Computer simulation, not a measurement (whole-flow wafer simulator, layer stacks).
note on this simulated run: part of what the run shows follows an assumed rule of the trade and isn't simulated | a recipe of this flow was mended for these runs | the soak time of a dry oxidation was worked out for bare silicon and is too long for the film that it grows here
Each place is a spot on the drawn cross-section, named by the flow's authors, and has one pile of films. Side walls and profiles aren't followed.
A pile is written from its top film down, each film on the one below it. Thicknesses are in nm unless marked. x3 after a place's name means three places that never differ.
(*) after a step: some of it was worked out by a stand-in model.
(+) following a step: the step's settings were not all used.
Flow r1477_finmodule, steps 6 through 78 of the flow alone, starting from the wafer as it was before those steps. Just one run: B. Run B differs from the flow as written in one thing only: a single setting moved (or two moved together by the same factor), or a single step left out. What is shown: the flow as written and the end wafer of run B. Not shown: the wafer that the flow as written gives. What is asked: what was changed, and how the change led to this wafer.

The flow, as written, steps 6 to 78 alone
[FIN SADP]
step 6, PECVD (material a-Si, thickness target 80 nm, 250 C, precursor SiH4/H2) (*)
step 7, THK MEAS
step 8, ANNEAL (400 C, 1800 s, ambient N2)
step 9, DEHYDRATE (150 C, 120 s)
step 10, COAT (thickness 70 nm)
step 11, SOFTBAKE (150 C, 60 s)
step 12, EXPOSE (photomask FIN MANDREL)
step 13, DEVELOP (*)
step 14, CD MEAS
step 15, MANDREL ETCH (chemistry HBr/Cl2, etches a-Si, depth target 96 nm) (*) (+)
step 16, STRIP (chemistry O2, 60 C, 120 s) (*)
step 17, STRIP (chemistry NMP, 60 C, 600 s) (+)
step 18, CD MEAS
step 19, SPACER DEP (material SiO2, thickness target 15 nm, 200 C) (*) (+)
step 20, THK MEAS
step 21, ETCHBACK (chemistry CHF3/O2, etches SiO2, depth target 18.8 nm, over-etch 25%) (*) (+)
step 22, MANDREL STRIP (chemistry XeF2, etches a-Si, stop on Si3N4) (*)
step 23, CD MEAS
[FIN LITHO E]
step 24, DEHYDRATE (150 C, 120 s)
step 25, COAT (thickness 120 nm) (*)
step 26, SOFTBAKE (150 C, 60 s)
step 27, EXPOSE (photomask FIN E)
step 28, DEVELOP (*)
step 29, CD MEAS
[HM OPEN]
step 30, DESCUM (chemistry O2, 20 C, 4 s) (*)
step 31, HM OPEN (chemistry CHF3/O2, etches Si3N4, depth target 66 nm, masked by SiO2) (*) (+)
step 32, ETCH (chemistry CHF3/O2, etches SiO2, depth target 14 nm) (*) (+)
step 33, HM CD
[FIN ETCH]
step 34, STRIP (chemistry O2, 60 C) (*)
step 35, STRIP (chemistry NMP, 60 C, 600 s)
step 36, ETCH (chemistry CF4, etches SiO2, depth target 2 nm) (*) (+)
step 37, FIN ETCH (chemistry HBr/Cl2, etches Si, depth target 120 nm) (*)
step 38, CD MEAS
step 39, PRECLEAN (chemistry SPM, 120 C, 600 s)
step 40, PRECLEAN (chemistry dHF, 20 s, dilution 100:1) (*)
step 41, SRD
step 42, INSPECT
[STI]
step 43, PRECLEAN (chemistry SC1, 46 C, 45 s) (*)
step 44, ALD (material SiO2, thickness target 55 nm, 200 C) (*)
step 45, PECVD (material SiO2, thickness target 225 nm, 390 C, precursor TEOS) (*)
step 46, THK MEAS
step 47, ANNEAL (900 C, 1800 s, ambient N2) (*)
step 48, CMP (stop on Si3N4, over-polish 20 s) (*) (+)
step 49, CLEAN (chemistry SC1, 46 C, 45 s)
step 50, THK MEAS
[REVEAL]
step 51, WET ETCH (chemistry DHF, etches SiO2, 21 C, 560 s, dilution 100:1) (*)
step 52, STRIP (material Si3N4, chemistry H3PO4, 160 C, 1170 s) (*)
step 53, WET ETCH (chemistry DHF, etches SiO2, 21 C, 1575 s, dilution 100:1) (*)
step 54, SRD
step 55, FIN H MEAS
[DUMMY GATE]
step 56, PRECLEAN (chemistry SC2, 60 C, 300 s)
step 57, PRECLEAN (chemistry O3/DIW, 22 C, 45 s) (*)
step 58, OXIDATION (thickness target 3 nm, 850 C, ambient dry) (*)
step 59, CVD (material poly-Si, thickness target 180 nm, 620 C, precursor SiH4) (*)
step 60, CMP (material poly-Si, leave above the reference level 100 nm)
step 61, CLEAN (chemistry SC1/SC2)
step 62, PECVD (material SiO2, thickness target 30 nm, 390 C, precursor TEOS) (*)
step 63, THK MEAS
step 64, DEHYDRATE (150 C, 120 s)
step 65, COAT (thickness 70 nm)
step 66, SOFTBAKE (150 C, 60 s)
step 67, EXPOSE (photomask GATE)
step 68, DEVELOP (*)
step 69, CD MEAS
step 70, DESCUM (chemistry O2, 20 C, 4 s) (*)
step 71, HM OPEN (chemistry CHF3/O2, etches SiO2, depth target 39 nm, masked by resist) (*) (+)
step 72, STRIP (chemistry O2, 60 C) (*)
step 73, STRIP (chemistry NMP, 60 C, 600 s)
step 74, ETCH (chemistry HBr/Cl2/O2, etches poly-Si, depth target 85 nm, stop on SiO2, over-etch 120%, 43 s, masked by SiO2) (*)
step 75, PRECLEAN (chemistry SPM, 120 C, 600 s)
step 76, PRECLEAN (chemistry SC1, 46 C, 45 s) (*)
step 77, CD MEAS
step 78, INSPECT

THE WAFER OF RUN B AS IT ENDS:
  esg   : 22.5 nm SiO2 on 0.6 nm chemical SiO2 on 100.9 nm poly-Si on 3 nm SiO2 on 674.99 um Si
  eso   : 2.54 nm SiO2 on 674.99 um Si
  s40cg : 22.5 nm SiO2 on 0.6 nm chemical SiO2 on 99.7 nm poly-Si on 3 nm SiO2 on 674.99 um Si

What caused this: step 21, ETCHBACK: depth target 7.5 nm was run, whereas the flow has depth target 18.8 nm.

Step by step, how the change led to this:
  step 21, ETCHBACK (chemistry CHF3/O2, etches SiO2, depth target 18.8 nm, over-etch 25%) (*) (+)
      pad, padg, elg x4 and 18 more: -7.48 SiO2 (in the flow as written it would be: -15 SiO2 (all of it), -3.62 Si3N4)
      s40cg, s45cg, s50cg, s40co, s45co, s50co: -7.48 SiO2 (in the flow as written it would be: -15 SiO2 (all of it), -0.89 chemical SiO2 (all of it), -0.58 a-Si)
  step 22, MANDREL STRIP (chemistry XeF2, etches a-Si, stop on Si3N4) (*)
      s40cg, s45cg, s50cg, s40co, s45co, s50co: nothing (in the flow as written it would be: -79 a-Si (all of it))
  step 25, COAT (thickness 120 nm) (*)
      s40cg, s40co: +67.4 e-beam-resist (new film) (in the flow as written it would be: +136.7 e-beam-resist (new film))
      s40sg, s40so: +150.1 e-beam-resist (new film) (in the flow as written it would be: +142.6 e-beam-resist (new film))
      (and at 14 other places as well)
  step 28, DEVELOP (*)
      s40cg, s40co: -67.4 e-beam-resist (all of it) (in the flow as written it would be: -136.7 e-beam-resist (all of it))
      s40sg, s40so: -150.1 e-beam-resist (all of it) (in the flow as written it would be: -142.6 e-beam-resist (all of it))
      (and at 14 other places as well)
  step 31, HM OPEN (chemistry CHF3/O2, etches Si3N4, depth target 66 nm, masked by SiO2) (*) (+)
      pad, padg, esg and 13 more: -7.52 SiO2 (all of it), -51 Si3N4 (in the flow as written it would be: -54.1 Si3N4 (all of it), -5.95 SiO2)
      s40cg, s45cg, s50cg, s40co, s45co, s50co: -7.54 SiO2 (all of it), -0.89 chemical SiO2 (all of it), -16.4 a-Si (in the flow as written it would be: -60 Si3N4 (all of it), -3 SiO2)
      (and at 6 other places as well)
  step 32, ETCH (chemistry CHF3/O2, etches SiO2, depth target 14 nm) (*) (+)
      pad, padg, esg and 13 more: -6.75 Si3N4 (all of it), -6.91 SiO2 (in the flow as written it would be: -4.05 SiO2 (all of it), -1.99 Si)
      s40cg, s45cg, s50cg, s40co, s45co, s50co: -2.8 a-Si (in the flow as written it would be: -7 SiO2 (all of it), -1.4 Si)
      (and at 14 other places as well)
  step 34, STRIP (chemistry O2, 60 C) (*)
      pad, padg, esg and 13 more: nothing (in the flow as written it would be: +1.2 chemical SiO2 (new film), -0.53 Si)
      s40cg, s45cg, s50cg, s40co, s45co, s50co: +1.27 chemical SiO2 (new film), -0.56 a-Si (in the flow as written it would be: +1.2 chemical SiO2 (new film), -0.53 Si)
      (and at 8 other places as well)
  step 36, ETCH (chemistry CF4, etches SiO2, depth target 2 nm) (*) (+)
      pad, padg, esg and 13 more: -2 SiO2 (in the flow as written it would be: -1.2 chemical SiO2 (all of it), -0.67 Si)
      elg x4, elo x4: -2 SiO2 (in the flow as written it would be: -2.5 Si3N4)
      (and at 12 other places as well)
  step 37, FIN ETCH (chemistry HBr/Cl2, etches Si, depth target 120 nm) (*)
      pad, padg, esg and 13 more: -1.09 SiO2 (all of it) (in the flow as written it would be: -120 Si)
      elg x4, elo x4: -5.52 SiO2 (all of it), -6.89 Si3N4 (in the flow as written it would be: -17.1 Si3N4)
      (and at 12 other places as well)
  step 39, PRECLEAN (chemistry SPM, 120 C, 600 s)
      s40cg, s45cg, s50cg, s40co, s45co, s50co: nothing (in the flow as written it would be: +0.8 chemical SiO2 (new film), -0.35 Si)
  step 40, PRECLEAN (chemistry dHF, 20 s, dilution 100:1) (*)
      s40cg, s45cg, s50cg, s40co, s45co, s50co: -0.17 Si3N4 (in the flow as written it would be: -0.8 chemical SiO2 (all of it))
      s40sg_line, s45sg_line, s50sg_line, s40so_line, s45so_line, s50so_line: -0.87 SiO2 (in the flow as written it would be: -3.61 SiO2)
  step 43, PRECLEAN (chemistry SC1, 46 C, 45 s) (*)
      s40cg, s45cg, s50cg, s40co, s45co, s50co: nothing (in the flow as written it would be: +0.48 chemical SiO2 (new film), -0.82 Si)
  step 44, ALD (material SiO2, thickness target 55 nm, 200 C) (*)
      s40cg, s45cg, s50cg, s40co, s45co, s50co: +55 SiO2 (new film) (in the flow as written it would be: +263.2 SiO2 (new film))
  step 48, CMP (stop on Si3N4, over-polish 20 s) (*) (+)
      elg x4, elo x4: -269.9 SiO2 (all of it), -1.12 Si3N4 (in the flow as written it would be: -247.6 SiO2)
      s40cg, s45cg, s50cg, s40co, s45co, s50co: -269.9 SiO2 (all of it), -1.61 Si3N4 (in the flow as written it would be: -288.1 SiO2)
      (and at 2 other places as well)
  step 51, WET ETCH (chemistry DHF, etches SiO2, 21 C, 560 s, dilution 100:1) (*)
      elg x4, elo x4: -1.43 Si3N4 (in the flow as written it would be: -22.3 SiO2 (all of it), -0.41 Si3N4)
      s40cg, s45cg, s50cg, s40co, s45co, s50co: -1.43 Si3N4 (in the flow as written it would be: -28.1 SiO2)
      (and at 2 other places as well)
  step 52, STRIP (material Si3N4, chemistry H3PO4, 160 C, 1170 s) (*)
      s40cg, s45cg, s50cg, s40co, s45co, s50co: -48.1 Si3N4 (all of it), -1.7 SiO2 (in the flow as written it would be: -4.28 SiO2)
      elg x4, elo x4: -48.1 Si3N4 (all of it), -1.7 SiO2 (in the flow as written it would be: -33.9 Si3N4 (all of it), -2.15 SiO2)
  ... 5 other steps ...
  step 74, ETCH (chemistry HBr/Cl2/O2, etches poly-Si, depth target 85 nm, stop on SiO2, over-etch 120%, 43 s, masked by SiO2) (*)
      eso, e40so, e100so, e200so, s40so, s45so, s50so: -1.12 chemical SiO2 (all of it), -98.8 poly-Si (all of it), -0.44 SiO2 (in the flow as written it would be: -1.12 chemical SiO2 (all of it), -143.9 poly-Si (all of it), -0.22 SiO2)
      s40co, s45co, s50co: -1.12 chemical SiO2 (all of it), -97.6 poly-Si (all of it), -0.45 SiO2 (in the flow as written it would be: -1.12 chemical SiO2 (all of it), -143.9 poly-Si (all of it), -0.22 SiO2)
      (and at 1 other place as well)
